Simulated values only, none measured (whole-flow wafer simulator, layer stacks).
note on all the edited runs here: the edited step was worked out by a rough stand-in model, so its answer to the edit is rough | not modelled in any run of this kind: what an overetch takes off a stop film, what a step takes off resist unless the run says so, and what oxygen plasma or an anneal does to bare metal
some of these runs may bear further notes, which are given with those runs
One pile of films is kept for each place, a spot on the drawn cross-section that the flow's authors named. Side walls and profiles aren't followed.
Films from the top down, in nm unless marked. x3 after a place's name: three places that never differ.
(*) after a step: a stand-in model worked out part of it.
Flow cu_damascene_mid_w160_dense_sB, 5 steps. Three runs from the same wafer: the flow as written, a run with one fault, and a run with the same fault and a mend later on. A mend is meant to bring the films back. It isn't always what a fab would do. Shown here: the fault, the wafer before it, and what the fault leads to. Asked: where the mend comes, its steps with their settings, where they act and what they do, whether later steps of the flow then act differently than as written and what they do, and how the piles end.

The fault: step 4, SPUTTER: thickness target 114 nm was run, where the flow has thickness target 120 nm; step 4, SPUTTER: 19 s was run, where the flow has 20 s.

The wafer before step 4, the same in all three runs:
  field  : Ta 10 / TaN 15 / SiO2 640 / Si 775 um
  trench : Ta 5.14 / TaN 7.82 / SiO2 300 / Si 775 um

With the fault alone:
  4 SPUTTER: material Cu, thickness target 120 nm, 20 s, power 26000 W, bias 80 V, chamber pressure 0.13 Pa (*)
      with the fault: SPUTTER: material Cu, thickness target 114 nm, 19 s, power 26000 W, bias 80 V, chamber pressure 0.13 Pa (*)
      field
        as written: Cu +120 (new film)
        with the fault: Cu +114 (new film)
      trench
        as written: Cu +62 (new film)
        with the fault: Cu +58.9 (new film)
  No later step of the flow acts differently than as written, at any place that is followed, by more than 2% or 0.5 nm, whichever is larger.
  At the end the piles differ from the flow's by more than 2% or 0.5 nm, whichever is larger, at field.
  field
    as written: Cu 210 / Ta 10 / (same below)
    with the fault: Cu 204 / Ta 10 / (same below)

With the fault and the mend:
  The mend comes after step 4.
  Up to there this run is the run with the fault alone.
  4a SPUTTER: material Cu, thickness target 6 nm, 1 s, power 26000 W, bias 80 V, chamber pressure 0.13 Pa (*) (the flow's step 4 once more, with other settings)
      field
        Cu +6
      trench
        Cu +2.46
  No later step of the flow acts differently than as written, at any place that is followed, by more than 2% or 0.5 nm, whichever is larger.
  At the end the piles are the same as the flow's at every place that both follow.
